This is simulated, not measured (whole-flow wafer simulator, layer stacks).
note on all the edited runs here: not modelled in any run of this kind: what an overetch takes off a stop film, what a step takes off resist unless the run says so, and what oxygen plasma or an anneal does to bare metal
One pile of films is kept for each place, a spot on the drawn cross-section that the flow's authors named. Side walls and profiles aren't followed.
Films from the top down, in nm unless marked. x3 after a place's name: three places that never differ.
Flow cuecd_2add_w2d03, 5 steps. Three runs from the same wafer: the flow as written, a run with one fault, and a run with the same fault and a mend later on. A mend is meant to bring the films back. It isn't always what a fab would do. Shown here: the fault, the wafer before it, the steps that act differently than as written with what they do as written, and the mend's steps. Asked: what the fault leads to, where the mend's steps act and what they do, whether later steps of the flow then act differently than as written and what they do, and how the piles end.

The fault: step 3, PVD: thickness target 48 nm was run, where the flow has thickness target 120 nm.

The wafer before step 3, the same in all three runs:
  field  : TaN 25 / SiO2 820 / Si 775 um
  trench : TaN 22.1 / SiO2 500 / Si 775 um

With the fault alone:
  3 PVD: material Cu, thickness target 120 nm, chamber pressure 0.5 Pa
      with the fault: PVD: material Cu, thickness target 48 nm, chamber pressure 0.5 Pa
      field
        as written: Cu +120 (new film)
        with the fault: Cu +48 (new film)
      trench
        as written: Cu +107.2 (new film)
        with the fault: Cu +42.8 (new film)
  No later step of the flow acts differently than as written at any place that is followed.
  At the end the piles differ from the flow's by more than 2% or 0.5 nm, whichever is larger, at field, trench.
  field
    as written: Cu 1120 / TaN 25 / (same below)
    with the fault: Cu 1048 / TaN 25 / (same below)
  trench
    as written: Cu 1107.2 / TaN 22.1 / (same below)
    with the fault: Cu 1042.8 / TaN 22.1 / (same below)

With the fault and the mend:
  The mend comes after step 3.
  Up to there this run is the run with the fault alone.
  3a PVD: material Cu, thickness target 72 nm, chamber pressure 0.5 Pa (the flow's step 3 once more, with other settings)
      field
        Cu +72
      trench
        Cu +63.9
  No later step of the flow acts differently than as written at any place that is followed.
  At the end the piles differ from the flow's only slightly at the places that both follow, by at most 2% or 0.5 nm, whichever is larger.
